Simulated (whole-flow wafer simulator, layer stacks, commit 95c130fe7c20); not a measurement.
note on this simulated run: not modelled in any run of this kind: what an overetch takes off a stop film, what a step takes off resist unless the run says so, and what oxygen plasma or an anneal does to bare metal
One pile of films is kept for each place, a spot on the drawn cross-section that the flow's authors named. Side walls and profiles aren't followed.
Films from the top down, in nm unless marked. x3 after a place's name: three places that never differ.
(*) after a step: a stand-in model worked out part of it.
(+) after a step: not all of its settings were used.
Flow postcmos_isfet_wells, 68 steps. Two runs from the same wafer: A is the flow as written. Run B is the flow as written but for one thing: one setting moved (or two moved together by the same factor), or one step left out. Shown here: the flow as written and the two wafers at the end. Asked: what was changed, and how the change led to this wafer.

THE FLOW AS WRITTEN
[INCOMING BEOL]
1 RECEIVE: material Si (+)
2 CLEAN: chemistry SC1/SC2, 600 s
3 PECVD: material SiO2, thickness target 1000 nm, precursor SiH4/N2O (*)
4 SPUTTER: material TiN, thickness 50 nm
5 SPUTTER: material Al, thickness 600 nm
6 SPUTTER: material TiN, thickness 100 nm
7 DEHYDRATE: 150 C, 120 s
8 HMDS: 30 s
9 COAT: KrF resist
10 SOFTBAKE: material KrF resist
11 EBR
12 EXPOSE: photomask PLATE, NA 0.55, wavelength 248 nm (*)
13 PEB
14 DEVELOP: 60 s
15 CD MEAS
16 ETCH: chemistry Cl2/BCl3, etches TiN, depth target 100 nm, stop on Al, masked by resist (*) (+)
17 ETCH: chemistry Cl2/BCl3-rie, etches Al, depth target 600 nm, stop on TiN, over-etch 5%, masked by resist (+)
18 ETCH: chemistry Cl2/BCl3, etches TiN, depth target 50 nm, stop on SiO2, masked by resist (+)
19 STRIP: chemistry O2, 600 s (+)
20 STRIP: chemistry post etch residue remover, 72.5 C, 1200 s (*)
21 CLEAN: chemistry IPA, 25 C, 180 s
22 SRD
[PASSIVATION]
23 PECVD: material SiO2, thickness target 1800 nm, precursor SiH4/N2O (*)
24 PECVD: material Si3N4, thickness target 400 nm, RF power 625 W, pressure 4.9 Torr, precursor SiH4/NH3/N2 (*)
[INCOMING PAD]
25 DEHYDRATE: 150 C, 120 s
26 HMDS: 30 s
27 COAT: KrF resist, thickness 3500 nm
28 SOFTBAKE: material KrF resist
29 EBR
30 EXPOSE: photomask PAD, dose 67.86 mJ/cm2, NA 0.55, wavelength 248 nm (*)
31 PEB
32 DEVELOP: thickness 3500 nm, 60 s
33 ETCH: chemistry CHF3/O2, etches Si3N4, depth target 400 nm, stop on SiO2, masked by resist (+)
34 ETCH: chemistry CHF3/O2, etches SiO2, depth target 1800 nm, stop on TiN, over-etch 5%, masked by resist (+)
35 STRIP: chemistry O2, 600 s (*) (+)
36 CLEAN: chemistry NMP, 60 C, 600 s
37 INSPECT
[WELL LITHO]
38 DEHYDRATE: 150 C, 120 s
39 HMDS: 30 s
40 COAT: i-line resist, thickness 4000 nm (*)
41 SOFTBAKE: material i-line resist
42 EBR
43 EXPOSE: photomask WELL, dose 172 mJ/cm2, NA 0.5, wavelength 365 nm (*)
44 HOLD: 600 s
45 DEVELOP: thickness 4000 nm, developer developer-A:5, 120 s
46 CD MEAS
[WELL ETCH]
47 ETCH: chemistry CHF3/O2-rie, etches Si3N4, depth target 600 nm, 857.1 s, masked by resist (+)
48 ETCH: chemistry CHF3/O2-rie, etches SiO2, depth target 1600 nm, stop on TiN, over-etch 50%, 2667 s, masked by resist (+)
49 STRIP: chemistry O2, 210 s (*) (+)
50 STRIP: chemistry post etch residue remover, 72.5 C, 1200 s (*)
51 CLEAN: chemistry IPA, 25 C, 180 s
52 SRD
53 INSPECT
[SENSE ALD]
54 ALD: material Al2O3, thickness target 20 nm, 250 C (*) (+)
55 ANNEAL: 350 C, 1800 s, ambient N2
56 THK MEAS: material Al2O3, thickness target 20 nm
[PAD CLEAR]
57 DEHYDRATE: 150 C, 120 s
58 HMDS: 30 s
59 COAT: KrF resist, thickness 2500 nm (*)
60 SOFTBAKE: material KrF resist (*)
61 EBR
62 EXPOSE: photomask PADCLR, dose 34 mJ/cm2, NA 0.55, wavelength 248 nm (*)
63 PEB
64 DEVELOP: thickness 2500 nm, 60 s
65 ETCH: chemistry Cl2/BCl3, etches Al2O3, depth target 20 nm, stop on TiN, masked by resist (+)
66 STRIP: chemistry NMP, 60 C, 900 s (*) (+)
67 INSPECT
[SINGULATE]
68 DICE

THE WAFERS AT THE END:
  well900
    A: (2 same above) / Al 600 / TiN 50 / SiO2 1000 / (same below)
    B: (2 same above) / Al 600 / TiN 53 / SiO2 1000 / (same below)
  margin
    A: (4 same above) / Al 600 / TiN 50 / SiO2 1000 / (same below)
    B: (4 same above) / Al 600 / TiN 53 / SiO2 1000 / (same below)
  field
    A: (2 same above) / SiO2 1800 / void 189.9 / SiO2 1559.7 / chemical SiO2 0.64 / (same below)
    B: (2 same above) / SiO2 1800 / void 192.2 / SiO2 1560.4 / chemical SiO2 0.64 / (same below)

The cause: step 4, SPUTTER: thickness 53 nm was run, where the flow has thickness 50 nm; step 18, ETCH: depth target 53 nm was run, where the flow has depth target 50 nm.
It can be read off the wafer: well900 has TiN 53, and step 4 as written asks for 50 nm.

How the change led to this, step by step:
  4 SPUTTER: material TiN, thickness 50 nm
      field, margin, well900 and 6 more: A TiN +50 (new film) | B TiN +53 (new film)
  18 ETCH: chemistry Cl2/BCl3, etches TiN, depth target 50 nm, stop on SiO2, masked by resist (+)
      margin, well900, well1300, well2000, well3000, pad_rim, pad_clr, pad_open: A KrF resist -20 | B KrF resist -21.2
      field: A TiN -50 (all of it) | B TiN -53 (all of it)
